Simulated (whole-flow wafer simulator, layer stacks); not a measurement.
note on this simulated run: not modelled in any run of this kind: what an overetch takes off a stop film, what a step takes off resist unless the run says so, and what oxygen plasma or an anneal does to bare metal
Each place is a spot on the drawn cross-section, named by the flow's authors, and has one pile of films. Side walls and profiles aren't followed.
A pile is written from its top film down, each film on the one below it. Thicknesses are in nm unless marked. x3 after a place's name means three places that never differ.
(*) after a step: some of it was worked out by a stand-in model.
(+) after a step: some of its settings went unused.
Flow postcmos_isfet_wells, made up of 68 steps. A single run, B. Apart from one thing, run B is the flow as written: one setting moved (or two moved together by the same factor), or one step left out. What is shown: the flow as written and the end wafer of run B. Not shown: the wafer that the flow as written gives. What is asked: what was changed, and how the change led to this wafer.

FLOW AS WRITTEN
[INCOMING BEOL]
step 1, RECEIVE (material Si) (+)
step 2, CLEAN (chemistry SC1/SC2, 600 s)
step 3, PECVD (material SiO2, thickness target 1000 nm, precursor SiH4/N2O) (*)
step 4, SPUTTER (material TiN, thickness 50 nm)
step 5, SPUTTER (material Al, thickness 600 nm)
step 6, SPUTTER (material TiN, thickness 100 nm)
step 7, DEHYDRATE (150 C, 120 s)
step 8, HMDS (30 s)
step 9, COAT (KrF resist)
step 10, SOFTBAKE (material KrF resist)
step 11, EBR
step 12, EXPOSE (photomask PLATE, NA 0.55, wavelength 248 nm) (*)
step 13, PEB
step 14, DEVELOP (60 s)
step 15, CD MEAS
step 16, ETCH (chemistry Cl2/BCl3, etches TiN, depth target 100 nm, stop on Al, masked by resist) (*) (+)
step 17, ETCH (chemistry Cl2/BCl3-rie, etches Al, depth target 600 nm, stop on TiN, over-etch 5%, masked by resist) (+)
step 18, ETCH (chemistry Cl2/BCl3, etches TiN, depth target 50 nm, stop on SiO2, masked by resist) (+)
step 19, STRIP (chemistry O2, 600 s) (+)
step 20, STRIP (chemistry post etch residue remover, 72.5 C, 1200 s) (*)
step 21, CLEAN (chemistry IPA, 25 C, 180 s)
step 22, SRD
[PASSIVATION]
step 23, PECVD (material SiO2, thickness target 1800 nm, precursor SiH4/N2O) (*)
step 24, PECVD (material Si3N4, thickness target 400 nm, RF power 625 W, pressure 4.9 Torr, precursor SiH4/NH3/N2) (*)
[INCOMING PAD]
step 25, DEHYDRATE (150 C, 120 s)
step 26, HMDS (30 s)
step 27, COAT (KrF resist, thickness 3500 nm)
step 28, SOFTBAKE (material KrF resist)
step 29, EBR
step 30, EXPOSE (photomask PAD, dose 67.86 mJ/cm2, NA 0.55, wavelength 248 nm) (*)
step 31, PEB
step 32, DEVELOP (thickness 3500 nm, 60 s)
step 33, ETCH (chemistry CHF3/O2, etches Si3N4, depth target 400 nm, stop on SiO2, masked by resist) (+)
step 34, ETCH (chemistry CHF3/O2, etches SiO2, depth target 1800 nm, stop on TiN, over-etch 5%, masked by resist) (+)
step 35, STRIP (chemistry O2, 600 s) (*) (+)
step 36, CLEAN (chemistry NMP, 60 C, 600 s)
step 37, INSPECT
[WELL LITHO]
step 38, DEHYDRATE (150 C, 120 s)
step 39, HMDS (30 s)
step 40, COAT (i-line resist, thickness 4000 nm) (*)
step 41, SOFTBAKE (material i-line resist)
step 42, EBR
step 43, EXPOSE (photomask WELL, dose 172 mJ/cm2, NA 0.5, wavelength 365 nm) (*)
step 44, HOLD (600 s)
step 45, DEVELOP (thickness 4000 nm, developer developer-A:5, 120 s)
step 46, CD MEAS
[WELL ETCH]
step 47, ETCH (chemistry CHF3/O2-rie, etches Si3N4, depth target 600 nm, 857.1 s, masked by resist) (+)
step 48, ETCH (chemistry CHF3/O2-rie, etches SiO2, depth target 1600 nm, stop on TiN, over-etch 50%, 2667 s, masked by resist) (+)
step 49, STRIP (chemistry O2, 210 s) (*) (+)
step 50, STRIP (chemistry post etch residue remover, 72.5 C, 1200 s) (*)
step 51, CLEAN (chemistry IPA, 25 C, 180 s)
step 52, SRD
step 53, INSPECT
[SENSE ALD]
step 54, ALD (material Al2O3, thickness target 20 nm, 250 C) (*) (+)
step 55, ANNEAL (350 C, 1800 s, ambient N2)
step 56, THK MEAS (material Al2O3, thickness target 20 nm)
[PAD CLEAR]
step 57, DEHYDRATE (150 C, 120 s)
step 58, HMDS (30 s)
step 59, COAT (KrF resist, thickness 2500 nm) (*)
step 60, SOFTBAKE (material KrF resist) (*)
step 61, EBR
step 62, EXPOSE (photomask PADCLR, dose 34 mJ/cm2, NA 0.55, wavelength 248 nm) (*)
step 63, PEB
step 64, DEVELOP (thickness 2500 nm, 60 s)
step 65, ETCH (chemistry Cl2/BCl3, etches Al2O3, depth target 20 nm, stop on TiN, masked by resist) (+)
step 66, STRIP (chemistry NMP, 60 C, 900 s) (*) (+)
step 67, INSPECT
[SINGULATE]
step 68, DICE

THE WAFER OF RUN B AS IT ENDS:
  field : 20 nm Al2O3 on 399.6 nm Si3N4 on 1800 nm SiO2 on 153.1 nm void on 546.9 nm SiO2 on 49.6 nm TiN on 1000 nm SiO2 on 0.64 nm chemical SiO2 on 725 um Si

Cause: step 18, ETCH: chemistry Cl2/BCl3, etches TiN, depth target 50 nm, stop on SiO2, masked by resist (+), was omitted.

How this came from the change, step by step:
  step 19, STRIP (chemistry O2, 600 s) (+)
      margin, well900, well1300, well2000, well3000, pad_rim, pad_clr, pad_open: KrF resist loses 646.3 (all of it) (it would be, as written: KrF resist loses 626.3 (all of it))
  step 23, PECVD (material SiO2, thickness target 1800 nm, precursor SiH4/N2O) (*)
      field: SiO2 gains 1800 (new film), void gains 153.1 (new film), SiO2 gains 546.9 (new film) (it would be, as written: SiO2 gains 1800 (new film), void gains 189.9 (new film), SiO2 gains 559.7)
Taking metal films that touch as one body, field has 1 body; the flow as written gives 0 bodies.
